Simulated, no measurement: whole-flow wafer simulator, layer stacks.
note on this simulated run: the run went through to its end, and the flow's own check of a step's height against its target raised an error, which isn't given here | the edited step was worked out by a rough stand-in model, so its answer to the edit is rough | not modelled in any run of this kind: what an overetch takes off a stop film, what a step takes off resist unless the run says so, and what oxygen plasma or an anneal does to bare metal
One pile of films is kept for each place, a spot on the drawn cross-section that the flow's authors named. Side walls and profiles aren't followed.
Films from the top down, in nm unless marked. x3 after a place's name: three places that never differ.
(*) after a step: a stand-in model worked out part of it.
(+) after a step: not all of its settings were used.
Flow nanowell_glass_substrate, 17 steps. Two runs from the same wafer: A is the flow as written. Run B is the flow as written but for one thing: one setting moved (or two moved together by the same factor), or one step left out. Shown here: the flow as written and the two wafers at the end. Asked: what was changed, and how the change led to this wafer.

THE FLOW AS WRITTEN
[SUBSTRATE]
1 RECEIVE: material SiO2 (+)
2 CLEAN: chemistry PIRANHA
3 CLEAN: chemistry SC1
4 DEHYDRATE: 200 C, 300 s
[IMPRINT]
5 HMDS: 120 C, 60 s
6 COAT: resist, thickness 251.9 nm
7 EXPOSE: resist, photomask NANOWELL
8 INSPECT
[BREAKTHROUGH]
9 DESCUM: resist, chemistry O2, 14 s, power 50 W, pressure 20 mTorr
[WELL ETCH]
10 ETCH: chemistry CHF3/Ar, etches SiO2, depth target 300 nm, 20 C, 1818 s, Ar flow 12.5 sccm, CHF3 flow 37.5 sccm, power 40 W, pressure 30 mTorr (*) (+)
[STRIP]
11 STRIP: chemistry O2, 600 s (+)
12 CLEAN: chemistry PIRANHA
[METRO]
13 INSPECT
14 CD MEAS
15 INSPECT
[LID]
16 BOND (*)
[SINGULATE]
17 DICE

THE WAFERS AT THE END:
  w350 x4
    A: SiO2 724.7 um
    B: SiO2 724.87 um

The cause: step 10, ETCH: depth target 128 nm was run, where the flow has depth target 300 nm.

How the change led to this, step by step:
  10 ETCH: chemistry CHF3/Ar, etches SiO2, depth target 300 nm, 20 C, 1818 s, Ar flow 12.5 sccm, CHF3 flow 37.5 sccm, power 40 W, pressure 30 mTorr (*) (+)
      w350 x4: A SiO2 -300 | B SiO2 -128
      land: A resist -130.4 | B resist -121.3
  11 STRIP: chemistry O2, 600 s (+)
      land: A resist -125.9 (all of it) | B resist -135.1 (all of it)
